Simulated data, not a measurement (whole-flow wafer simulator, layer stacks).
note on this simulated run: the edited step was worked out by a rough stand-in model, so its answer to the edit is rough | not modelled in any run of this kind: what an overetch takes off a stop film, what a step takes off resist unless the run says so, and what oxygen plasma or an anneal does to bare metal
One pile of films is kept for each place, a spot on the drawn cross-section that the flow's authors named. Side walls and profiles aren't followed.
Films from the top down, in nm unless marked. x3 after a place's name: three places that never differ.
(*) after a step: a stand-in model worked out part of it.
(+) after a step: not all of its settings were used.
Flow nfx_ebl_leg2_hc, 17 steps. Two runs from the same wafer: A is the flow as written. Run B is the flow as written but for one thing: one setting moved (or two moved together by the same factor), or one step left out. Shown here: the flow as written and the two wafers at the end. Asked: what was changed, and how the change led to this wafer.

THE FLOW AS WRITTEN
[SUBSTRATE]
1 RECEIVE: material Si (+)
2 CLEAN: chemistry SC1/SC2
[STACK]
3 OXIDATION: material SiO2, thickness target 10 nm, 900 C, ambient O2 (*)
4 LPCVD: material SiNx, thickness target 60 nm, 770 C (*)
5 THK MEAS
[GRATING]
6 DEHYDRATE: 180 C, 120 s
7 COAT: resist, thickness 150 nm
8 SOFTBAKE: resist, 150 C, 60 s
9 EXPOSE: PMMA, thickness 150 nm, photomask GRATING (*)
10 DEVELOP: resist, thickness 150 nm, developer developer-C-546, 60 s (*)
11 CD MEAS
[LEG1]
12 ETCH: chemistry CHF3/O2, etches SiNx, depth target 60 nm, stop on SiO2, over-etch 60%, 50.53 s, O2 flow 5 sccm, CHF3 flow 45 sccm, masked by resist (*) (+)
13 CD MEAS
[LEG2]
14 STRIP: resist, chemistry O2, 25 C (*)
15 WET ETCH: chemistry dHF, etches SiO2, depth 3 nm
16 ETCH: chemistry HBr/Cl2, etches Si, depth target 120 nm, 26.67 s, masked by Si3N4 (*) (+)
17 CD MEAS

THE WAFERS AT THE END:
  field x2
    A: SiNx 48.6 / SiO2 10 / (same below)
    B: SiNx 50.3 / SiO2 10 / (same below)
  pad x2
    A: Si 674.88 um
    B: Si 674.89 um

The cause: step 16, ETCH: depth target 102 nm was run, where the flow has depth target 120 nm; step 16, ETCH: 22.67 s was run, where the flow has 26.67 s.

How the change led to this, step by step:
  16 ETCH: chemistry HBr/Cl2, etches Si, depth target 120 nm, 26.67 s, masked by Si3N4 (*) (+)
      field x2: A SiNx -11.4 | B SiNx -9.71
      pad x2: A Si -120 | B Si -102
